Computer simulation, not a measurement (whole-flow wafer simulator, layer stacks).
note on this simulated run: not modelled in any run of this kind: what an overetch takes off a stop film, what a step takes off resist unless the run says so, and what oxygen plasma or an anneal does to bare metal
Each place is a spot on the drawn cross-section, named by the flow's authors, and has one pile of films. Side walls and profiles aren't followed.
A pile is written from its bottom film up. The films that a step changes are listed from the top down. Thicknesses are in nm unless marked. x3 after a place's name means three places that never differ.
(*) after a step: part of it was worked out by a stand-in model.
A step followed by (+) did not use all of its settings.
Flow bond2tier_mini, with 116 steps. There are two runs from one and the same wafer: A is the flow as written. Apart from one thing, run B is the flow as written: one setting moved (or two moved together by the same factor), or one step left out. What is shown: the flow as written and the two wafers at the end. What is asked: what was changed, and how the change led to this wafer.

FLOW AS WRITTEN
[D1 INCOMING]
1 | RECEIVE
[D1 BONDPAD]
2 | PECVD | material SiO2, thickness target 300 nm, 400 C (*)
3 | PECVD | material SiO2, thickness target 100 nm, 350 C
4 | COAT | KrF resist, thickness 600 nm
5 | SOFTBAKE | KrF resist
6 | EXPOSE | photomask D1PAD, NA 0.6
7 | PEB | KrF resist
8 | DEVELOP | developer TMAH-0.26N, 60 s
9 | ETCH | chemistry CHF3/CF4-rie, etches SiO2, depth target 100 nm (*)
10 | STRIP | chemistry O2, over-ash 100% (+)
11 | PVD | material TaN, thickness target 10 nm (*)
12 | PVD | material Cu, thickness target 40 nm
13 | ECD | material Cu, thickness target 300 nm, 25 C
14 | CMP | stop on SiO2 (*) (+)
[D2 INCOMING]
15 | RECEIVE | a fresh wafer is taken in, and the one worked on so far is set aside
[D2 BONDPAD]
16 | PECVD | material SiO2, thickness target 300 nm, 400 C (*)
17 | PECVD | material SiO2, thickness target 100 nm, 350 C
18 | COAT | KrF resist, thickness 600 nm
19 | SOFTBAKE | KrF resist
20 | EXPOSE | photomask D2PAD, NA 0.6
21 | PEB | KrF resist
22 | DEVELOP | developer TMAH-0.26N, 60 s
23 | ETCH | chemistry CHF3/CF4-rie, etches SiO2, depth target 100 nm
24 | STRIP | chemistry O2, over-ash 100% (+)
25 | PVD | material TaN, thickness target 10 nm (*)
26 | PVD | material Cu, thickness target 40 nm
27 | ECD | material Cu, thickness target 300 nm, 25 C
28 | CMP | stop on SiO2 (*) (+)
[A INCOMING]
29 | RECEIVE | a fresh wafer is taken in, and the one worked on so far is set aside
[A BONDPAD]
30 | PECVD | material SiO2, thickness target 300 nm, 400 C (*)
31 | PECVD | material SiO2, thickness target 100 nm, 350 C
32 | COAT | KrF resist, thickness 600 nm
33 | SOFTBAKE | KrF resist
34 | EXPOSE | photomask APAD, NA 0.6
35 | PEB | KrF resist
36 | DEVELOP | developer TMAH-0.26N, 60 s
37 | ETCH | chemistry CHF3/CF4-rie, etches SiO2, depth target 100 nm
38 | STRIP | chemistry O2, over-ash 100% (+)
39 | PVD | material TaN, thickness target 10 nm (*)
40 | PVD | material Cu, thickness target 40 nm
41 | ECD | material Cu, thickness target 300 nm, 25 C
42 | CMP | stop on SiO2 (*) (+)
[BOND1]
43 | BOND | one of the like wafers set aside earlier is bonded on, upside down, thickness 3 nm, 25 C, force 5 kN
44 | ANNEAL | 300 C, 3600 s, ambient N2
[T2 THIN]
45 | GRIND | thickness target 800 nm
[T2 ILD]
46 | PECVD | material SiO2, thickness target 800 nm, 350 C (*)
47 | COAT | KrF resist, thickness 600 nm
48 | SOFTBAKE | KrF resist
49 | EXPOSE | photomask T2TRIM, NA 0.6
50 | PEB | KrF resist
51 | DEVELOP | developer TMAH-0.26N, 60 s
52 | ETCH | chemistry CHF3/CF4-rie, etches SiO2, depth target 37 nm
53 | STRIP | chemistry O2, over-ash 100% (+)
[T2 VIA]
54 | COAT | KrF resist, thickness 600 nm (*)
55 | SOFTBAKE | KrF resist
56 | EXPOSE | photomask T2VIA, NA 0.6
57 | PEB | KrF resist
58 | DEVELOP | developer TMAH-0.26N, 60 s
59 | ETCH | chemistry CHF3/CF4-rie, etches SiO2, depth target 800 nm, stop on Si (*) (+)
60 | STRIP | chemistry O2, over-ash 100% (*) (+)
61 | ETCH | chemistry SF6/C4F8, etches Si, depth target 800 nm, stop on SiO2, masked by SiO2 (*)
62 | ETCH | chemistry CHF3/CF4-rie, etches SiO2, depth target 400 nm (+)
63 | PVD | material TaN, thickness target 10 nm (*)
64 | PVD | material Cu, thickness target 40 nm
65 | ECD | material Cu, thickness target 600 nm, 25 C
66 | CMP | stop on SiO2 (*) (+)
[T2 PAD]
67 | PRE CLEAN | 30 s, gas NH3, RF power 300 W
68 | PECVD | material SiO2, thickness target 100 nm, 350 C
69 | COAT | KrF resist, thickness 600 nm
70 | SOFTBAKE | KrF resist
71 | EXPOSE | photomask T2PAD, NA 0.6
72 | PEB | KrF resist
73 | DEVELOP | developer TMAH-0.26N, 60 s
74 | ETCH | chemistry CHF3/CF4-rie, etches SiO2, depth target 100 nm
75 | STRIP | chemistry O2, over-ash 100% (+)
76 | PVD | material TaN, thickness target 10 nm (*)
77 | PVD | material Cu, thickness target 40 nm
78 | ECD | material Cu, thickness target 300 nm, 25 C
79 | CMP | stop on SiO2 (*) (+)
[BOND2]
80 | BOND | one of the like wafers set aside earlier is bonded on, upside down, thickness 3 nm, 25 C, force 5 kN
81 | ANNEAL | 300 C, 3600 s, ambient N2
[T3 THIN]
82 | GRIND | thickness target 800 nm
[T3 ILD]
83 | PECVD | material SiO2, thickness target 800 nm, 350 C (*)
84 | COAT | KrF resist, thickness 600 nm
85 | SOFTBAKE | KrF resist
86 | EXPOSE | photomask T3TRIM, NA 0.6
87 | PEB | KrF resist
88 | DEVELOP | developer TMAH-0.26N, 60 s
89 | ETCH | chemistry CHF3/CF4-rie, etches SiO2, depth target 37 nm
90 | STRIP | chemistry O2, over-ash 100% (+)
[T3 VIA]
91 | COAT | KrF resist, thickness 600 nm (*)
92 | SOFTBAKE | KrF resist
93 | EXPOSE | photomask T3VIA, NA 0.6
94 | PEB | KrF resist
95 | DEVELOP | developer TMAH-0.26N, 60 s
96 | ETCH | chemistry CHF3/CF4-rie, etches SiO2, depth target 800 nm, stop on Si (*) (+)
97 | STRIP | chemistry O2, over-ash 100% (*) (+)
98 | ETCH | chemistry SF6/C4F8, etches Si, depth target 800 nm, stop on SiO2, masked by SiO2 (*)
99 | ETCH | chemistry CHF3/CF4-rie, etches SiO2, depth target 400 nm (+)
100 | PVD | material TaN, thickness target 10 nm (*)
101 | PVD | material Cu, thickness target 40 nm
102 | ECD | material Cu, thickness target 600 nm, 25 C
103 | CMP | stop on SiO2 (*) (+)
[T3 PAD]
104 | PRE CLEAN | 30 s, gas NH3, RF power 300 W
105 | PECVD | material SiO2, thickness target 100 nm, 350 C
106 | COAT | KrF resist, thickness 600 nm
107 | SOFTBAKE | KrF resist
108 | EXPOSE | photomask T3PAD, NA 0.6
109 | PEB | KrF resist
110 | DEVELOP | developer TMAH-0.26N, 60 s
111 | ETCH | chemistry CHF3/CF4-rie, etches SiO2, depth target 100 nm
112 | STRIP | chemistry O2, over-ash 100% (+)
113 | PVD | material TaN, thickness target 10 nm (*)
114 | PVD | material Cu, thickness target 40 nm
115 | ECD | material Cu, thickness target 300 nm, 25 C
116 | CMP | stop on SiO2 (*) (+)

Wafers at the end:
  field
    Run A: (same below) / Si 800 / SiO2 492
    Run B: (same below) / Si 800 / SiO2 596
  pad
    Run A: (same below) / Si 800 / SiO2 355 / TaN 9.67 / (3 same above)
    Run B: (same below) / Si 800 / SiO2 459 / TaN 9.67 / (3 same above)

The reason: step 99, ETCH: depth target 296 nm was run, while the flow as written has depth target 400 nm.

How this came from the change, step by step:
  99 | ETCH | chemistry CHF3/CF4-rie, etches SiO2, depth target 400 nm (+)
      field, pad: A SiO2 loses 400 | B SiO2 loses 296
